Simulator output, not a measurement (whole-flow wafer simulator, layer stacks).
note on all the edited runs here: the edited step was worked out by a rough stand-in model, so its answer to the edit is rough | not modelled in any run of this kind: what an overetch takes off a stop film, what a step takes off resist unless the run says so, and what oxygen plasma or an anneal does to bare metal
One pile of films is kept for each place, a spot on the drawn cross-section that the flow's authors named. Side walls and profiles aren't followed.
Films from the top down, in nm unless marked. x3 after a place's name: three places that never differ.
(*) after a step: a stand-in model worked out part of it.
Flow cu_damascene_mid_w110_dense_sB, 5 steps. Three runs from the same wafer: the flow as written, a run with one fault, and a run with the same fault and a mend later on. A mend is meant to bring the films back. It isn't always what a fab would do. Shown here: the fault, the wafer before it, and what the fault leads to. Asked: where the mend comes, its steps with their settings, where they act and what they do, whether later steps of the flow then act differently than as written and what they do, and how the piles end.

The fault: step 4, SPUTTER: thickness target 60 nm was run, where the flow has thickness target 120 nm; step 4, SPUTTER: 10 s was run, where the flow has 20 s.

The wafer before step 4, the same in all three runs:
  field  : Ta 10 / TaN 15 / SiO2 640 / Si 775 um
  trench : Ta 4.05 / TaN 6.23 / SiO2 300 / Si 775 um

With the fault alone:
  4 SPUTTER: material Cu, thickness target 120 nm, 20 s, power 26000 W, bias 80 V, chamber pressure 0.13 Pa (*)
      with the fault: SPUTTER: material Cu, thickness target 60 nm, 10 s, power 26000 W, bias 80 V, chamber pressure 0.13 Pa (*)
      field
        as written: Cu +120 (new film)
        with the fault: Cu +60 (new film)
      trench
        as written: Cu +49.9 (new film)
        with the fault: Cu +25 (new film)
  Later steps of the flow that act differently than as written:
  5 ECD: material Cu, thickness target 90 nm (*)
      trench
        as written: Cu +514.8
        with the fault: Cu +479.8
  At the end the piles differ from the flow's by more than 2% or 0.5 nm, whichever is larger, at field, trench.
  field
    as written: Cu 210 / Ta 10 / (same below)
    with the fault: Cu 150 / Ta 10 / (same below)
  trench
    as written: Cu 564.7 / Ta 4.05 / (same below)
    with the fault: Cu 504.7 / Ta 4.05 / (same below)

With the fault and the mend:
  The mend comes after step 4.
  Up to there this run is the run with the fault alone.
  4a SPUTTER: material Cu, thickness target 60 nm, 10 s, power 26000 W, bias 80 V, chamber pressure 0.13 Pa (*) (the flow's step 4 once more, with other settings)
      field
        Cu +60
      trench
        Cu +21
  No later step of the flow acts differently than as written, at any place that is followed, by more than 2% or 0.5 nm, whichever is larger.
  At the end the piles are the same as the flow's at every place that both follow.
